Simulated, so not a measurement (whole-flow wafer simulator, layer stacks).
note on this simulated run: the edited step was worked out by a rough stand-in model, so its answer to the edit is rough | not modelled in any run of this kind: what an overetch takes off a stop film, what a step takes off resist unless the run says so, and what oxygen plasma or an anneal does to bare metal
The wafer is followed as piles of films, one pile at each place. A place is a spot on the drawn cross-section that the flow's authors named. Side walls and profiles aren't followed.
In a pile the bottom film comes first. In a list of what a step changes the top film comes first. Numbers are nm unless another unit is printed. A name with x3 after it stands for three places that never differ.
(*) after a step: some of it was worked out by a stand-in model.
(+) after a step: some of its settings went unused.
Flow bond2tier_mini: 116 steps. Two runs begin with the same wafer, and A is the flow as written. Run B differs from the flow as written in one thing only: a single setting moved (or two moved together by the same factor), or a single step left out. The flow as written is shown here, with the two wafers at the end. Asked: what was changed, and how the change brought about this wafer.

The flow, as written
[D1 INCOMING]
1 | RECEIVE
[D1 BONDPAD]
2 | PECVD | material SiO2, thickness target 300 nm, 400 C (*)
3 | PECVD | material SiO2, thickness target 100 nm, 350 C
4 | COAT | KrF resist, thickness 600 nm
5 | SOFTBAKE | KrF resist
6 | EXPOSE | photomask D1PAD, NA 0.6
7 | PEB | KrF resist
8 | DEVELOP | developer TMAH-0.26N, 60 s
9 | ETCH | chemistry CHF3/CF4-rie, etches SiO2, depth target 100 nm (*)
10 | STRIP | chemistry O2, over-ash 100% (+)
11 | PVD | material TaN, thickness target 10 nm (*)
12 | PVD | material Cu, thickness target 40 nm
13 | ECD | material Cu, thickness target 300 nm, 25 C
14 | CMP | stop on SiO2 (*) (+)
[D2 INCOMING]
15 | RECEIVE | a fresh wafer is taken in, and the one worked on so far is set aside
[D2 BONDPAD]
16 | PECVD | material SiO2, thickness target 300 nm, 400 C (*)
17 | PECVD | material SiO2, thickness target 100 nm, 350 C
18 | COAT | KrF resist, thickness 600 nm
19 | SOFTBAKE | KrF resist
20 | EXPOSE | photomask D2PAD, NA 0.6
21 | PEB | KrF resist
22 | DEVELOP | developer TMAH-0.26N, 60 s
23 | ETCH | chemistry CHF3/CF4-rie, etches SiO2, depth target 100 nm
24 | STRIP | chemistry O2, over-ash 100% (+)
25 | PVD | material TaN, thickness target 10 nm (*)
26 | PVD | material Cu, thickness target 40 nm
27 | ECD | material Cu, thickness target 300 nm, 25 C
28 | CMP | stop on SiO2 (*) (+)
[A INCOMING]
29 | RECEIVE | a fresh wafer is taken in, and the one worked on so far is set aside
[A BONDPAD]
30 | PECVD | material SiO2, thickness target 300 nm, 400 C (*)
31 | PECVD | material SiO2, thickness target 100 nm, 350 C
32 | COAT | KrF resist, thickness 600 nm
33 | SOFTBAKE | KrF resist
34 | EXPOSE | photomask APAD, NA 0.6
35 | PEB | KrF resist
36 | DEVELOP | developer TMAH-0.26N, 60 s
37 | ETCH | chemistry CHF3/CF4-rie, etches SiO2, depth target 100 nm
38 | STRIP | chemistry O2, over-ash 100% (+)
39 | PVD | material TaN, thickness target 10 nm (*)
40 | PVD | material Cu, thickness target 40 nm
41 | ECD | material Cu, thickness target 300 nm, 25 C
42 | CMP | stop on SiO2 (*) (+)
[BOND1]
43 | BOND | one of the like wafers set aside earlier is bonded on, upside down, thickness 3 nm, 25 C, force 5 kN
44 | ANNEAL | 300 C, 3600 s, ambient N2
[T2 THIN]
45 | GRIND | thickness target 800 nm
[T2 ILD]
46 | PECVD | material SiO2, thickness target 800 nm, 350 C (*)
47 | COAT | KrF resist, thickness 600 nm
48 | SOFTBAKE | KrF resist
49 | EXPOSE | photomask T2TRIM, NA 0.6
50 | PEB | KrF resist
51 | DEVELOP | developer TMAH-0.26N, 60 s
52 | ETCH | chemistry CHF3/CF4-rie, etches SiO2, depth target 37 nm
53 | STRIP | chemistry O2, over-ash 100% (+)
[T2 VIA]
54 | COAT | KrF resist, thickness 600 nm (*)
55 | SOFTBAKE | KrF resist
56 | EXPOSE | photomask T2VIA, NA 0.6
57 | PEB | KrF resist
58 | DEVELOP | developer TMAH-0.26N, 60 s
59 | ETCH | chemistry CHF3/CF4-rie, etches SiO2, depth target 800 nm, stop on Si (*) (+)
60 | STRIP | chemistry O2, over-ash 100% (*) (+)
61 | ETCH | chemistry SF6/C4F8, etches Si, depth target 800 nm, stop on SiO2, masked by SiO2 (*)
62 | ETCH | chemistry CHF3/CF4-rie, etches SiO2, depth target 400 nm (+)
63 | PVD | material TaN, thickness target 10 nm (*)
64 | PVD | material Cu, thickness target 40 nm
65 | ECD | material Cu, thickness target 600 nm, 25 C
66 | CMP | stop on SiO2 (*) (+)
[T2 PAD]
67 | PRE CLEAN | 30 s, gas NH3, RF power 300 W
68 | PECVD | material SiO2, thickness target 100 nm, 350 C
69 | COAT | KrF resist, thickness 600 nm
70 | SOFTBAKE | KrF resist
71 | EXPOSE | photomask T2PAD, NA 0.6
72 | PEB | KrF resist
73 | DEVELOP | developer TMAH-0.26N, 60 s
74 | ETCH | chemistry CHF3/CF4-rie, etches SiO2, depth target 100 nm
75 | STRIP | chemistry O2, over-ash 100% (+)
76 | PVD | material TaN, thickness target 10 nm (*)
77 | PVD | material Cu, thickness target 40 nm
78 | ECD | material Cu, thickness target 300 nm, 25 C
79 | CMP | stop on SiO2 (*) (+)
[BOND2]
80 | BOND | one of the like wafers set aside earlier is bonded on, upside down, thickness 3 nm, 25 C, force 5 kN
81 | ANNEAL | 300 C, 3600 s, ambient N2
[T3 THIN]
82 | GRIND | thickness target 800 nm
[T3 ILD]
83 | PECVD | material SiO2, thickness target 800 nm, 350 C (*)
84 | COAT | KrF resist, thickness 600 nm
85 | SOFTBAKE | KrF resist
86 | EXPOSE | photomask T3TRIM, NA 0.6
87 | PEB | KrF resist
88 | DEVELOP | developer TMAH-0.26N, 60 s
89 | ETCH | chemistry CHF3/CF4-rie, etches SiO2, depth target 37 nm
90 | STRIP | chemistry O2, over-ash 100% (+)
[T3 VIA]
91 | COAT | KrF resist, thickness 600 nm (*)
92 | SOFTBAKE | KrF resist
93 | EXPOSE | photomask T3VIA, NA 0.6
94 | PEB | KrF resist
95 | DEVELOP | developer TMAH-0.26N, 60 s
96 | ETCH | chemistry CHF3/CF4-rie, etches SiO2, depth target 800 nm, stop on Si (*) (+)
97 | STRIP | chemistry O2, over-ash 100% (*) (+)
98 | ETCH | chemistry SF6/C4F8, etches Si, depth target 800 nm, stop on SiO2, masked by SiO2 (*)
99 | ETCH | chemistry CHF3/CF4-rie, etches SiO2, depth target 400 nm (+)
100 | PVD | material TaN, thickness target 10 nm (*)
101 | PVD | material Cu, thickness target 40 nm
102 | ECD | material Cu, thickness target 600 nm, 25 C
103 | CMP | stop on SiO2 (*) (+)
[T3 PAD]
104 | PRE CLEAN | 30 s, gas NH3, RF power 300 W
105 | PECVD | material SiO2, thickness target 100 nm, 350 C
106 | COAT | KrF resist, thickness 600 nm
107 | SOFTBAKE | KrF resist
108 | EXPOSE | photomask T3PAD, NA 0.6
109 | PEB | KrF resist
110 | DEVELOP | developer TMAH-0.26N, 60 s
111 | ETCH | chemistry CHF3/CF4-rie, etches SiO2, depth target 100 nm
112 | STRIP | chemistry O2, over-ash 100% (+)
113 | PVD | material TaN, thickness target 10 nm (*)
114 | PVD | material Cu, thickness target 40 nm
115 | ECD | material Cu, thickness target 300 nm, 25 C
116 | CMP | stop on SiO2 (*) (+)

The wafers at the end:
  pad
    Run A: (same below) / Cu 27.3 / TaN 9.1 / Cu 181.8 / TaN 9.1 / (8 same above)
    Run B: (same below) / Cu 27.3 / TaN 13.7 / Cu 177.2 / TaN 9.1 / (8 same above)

What caused this: step 76, PVD: thickness target 15 nm was run, though the flow has thickness target 10 nm.

How this came from the change, step by step:
  76 | PVD | material TaN, thickness target 10 nm (*)
      field: A TaN gains 10 (new film) | B TaN gains 15 (new film)
      pad: A TaN gains 9.1 (new film) | B TaN gains 13.7 (new film)
  79 | CMP | stop on SiO2 (*) (+)
      field: A Cu loses 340 (all of it), TaN loses 10 (all of it) | B Cu loses 340 (all of it), TaN loses 15 (all of it)
